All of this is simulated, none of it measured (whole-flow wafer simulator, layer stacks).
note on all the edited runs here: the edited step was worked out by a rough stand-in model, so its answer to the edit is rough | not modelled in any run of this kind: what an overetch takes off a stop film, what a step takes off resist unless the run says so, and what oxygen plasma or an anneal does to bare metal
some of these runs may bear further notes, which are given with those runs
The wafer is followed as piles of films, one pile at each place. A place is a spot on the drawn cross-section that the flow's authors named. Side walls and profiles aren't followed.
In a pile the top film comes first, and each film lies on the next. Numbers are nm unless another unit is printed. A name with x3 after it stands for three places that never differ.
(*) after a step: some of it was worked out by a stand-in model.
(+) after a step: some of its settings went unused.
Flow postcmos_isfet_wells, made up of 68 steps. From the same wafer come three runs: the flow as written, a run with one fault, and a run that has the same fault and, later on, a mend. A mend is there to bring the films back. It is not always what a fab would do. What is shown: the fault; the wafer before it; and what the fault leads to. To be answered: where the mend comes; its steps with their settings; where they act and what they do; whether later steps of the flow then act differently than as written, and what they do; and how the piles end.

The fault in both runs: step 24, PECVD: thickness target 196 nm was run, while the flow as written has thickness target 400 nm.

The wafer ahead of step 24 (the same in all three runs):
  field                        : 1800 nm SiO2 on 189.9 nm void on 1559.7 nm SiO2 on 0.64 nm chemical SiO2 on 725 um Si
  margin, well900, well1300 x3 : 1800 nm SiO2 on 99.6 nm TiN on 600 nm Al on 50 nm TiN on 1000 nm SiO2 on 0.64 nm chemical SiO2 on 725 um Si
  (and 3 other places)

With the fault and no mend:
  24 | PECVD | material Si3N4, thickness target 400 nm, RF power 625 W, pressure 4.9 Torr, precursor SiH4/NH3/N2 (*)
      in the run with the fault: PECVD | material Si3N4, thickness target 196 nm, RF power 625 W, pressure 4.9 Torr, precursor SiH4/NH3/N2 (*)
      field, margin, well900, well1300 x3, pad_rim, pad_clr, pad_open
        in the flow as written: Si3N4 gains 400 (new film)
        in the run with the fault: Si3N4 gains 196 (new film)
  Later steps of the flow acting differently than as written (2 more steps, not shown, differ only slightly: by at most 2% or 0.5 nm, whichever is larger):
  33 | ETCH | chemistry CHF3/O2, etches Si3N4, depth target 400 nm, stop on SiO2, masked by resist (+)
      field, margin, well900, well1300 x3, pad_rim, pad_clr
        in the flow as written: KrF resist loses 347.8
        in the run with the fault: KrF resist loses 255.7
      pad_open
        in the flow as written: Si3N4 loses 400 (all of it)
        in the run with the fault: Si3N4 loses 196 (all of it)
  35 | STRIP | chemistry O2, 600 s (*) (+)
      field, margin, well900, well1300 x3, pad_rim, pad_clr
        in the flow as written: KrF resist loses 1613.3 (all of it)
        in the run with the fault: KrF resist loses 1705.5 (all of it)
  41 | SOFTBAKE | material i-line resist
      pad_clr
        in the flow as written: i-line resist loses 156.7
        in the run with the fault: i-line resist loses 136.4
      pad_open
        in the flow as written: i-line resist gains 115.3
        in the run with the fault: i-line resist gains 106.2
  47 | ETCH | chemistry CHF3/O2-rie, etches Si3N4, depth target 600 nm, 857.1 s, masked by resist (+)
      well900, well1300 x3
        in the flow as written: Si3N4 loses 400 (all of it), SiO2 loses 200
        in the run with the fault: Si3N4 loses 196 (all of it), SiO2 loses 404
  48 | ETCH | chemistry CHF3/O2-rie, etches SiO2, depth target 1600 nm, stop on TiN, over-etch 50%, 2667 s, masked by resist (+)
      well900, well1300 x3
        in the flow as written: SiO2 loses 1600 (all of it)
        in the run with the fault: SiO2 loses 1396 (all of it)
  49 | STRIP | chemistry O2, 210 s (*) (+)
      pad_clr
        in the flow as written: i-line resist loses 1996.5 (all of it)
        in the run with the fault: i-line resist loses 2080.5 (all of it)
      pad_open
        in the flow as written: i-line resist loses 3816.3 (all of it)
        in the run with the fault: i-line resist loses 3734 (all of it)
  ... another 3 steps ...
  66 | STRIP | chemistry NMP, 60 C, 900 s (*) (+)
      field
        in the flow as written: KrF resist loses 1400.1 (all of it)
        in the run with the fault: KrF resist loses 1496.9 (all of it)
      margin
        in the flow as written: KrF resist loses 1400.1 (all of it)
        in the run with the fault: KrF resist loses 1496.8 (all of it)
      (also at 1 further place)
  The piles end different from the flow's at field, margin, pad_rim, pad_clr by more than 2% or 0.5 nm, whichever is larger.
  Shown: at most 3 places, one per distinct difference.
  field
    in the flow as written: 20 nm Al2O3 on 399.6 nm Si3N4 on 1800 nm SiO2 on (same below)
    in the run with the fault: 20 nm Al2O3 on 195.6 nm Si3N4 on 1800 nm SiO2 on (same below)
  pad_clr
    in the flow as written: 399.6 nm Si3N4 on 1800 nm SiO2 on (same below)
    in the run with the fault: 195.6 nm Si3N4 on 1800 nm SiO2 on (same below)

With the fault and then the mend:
  The mend stands after step 24.
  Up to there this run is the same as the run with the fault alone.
  24a | PECVD | material Si3N4, thickness target 204 nm, RF power 625 W, pressure 4.9 Torr, precursor SiH4/NH3/N2 (*) (the flow's step 24, run once more with other settings)
      field, margin, well900, well1300 x3, pad_rim, pad_clr, pad_open
        Si3N4 gains 204
  Later steps of the flow that are run all act as written at every place that is followed.
  By the end, the piles equal the flow's at every place that both follow.
